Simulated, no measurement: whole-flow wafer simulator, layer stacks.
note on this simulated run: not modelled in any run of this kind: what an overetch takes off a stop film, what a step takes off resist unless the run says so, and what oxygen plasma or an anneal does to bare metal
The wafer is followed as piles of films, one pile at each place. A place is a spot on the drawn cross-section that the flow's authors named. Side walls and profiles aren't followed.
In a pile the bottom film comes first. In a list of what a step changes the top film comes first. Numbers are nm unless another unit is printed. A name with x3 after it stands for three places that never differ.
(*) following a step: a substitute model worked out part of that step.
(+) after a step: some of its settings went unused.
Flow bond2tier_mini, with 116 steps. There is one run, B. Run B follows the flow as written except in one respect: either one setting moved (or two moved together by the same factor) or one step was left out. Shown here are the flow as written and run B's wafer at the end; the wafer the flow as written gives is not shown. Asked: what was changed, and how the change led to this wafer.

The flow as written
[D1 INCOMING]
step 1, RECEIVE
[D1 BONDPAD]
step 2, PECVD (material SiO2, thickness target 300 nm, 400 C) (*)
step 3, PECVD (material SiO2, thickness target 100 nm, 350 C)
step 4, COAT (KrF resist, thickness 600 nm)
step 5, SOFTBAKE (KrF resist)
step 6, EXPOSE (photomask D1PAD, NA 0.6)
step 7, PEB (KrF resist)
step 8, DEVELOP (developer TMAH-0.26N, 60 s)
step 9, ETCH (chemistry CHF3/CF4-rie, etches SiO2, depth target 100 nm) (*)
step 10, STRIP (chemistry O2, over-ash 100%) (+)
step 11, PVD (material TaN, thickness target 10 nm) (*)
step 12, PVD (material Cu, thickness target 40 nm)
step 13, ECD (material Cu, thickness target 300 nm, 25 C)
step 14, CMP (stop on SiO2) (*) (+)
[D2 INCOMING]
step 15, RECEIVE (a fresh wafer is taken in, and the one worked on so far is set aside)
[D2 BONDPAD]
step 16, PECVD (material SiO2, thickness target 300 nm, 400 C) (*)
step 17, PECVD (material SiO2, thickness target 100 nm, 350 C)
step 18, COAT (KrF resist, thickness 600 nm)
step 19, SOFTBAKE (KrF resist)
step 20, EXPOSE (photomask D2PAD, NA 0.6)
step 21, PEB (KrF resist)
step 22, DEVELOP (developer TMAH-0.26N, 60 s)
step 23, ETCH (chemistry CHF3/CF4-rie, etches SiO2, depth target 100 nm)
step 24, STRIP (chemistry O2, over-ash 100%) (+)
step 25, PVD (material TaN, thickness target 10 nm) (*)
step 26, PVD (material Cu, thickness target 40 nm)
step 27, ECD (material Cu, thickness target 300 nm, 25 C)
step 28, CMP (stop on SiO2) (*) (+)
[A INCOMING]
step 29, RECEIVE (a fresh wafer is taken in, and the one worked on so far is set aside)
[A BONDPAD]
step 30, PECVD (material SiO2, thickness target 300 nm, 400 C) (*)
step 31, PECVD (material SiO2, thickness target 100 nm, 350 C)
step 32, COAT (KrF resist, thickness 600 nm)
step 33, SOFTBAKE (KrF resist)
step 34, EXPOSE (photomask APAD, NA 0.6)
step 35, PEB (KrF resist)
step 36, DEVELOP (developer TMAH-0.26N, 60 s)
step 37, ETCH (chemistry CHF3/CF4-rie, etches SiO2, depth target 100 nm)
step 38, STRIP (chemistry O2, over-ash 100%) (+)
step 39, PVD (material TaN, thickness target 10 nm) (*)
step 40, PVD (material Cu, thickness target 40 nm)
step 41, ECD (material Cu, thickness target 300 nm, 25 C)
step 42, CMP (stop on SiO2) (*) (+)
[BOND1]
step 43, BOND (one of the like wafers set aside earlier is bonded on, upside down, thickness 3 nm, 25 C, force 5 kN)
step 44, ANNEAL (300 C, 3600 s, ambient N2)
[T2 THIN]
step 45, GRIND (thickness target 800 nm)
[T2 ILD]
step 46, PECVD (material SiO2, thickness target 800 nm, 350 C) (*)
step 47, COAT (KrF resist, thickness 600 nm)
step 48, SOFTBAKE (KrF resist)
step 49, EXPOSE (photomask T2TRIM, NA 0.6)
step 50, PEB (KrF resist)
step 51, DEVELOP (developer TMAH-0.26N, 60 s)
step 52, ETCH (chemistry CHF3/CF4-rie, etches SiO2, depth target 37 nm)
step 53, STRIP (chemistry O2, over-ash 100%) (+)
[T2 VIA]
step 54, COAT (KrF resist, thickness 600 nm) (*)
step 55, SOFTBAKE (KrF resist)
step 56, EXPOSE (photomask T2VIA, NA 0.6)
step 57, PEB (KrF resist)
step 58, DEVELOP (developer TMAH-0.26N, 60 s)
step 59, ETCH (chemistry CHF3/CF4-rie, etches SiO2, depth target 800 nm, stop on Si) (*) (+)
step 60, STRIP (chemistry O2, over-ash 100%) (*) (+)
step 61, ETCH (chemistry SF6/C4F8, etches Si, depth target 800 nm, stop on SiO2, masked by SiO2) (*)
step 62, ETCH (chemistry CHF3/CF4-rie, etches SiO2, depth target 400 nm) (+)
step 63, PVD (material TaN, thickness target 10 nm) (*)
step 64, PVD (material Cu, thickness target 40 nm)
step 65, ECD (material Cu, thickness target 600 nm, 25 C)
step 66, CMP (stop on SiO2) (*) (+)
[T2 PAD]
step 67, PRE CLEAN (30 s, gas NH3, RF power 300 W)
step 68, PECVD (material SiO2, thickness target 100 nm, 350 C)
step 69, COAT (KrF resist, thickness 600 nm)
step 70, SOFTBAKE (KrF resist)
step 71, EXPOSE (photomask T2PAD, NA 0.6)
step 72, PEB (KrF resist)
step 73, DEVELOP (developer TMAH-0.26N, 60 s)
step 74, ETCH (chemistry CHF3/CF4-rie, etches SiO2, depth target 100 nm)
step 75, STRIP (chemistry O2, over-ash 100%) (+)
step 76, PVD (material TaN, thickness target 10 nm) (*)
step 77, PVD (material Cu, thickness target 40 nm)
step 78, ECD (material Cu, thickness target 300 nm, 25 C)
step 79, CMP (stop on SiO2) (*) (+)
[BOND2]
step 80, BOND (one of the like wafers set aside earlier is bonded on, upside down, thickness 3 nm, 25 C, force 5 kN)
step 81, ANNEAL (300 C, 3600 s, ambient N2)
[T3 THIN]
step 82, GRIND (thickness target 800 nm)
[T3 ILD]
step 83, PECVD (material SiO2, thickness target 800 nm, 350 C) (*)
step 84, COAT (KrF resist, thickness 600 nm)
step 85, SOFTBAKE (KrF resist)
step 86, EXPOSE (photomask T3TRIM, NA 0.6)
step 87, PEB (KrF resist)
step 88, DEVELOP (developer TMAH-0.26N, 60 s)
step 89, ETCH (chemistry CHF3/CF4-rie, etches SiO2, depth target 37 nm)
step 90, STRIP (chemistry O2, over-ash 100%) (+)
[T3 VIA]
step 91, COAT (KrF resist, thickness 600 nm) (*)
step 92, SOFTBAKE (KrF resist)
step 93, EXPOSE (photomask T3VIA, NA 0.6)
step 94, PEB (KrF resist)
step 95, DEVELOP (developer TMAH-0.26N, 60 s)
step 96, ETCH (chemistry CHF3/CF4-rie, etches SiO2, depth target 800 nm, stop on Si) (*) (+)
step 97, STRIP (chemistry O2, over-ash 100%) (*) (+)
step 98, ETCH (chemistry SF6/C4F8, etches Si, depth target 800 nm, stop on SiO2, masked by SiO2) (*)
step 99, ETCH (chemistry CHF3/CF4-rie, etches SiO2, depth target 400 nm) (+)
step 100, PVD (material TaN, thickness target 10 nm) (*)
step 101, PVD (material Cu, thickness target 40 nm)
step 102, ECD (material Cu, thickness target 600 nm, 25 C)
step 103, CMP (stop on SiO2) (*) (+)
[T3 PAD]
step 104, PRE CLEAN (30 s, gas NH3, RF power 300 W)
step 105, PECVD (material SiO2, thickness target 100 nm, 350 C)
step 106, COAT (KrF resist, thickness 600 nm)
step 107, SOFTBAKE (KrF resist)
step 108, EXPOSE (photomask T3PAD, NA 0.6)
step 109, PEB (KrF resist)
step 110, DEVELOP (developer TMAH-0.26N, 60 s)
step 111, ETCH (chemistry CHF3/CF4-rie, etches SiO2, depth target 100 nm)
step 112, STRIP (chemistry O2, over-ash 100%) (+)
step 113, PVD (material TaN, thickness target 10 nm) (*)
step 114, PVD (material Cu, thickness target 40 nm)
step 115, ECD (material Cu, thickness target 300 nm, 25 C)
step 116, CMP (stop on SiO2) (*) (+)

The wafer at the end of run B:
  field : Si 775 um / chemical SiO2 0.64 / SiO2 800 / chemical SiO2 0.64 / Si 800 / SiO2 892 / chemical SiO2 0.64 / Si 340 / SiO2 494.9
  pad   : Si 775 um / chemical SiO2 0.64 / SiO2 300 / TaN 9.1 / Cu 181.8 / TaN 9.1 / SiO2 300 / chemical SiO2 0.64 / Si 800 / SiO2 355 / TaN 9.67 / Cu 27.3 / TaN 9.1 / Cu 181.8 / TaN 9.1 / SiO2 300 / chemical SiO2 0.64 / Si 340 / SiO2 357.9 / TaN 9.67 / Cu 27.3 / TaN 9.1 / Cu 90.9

What caused this: step 82, GRIND: thickness target 340 nm was run, though the flow has thickness target 800 nm.
The wafer itself shows it: field has Si 340, and step 82 as written asks for 800 nm.

Step by step, how the change led to this:
  step 82, GRIND (thickness target 800 nm)
      field, pad: Si loses 774.66 um (it would be, as written: Si loses 774.2 um)
  step 98, ETCH (chemistry SF6/C4F8, etches Si, depth target 800 nm, stop on SiO2, masked by SiO2) (*)
      field, pad: SiO2 loses 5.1 (it would be, as written: SiO2 loses 8)
